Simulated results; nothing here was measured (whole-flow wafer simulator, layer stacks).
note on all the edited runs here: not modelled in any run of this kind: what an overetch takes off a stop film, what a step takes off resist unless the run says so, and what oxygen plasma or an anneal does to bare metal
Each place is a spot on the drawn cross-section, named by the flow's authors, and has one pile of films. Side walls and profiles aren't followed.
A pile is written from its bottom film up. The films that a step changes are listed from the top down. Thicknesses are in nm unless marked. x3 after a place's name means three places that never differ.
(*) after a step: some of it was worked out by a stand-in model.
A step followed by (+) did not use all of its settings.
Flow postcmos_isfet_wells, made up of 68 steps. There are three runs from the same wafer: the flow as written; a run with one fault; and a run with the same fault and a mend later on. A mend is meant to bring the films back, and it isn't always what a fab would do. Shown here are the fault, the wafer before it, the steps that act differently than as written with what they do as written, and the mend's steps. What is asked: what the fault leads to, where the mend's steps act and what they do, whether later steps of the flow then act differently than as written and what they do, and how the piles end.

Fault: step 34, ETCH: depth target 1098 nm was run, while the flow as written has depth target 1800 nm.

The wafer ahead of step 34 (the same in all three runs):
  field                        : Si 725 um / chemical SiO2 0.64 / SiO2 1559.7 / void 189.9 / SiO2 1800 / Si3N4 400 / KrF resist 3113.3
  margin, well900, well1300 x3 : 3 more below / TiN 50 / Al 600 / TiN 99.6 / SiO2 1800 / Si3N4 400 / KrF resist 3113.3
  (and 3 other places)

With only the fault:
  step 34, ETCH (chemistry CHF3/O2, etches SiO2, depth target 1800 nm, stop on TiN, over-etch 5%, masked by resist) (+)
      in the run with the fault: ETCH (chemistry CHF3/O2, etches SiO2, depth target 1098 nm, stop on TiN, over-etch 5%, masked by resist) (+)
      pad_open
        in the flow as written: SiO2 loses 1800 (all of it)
        in the run with the fault: SiO2 loses 1098
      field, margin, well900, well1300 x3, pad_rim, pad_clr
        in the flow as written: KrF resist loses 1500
        in the run with the fault: KrF resist loses 915
  Later steps of the flow acting differently than as written (not shown: 1 more step that differs only slightly, by at most 2% or 0.5 nm, whichever is larger):
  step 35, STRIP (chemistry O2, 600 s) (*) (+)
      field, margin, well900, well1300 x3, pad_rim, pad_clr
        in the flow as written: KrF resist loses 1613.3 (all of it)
        in the run with the fault: KrF resist loses 2198.3 (all of it)
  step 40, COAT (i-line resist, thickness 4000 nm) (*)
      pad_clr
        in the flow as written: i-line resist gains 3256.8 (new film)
        in the run with the fault: i-line resist gains 3480.3 (new film)
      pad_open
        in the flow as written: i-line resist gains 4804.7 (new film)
        in the run with the fault: i-line resist gains 4551.5 (new film)
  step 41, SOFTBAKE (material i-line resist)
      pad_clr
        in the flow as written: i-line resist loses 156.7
        in the run with the fault: i-line resist loses 91
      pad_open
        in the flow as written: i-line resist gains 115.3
        in the run with the fault: i-line resist gains 82.3
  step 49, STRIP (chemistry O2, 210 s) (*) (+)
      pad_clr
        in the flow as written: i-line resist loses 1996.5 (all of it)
        in the run with the fault: i-line resist loses 2285.7 (all of it)
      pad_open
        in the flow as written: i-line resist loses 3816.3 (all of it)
        in the run with the fault: i-line resist loses 3530.1 (all of it)
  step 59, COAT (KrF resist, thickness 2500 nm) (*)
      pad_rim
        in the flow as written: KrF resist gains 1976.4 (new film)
        in the run with the fault: KrF resist gains 2139.7 (new film)
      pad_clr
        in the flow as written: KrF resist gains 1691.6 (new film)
        in the run with the fault: KrF resist gains 1933.9 (new film)
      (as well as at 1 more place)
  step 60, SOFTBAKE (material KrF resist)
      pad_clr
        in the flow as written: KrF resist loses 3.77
        in the run with the fault: KrF resist loses 2.97
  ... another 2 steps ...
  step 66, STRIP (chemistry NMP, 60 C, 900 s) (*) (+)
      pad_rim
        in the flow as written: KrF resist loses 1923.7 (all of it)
        in the run with the fault: KrF resist loses 2085.5 (all of it)
  The piles end different from the flow's at pad_open by more than 2% or 0.5 nm, whichever is larger.
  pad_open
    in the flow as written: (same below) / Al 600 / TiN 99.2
    in the run with the fault: (same below) / Al 600 / TiN 99.6 / SiO2 702

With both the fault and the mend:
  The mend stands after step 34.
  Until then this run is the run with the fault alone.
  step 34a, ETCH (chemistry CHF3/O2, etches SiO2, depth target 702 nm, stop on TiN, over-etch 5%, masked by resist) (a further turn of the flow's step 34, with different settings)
      field, margin, well900, well1300 x3, pad_rim, pad_clr
        KrF resist loses 585
      pad_open
        SiO2 loses 702 (all of it)
  Every later step of the flow that is run acts as written at every place that is followed.
  At every place that both follow, the piles at the end match the flow's.
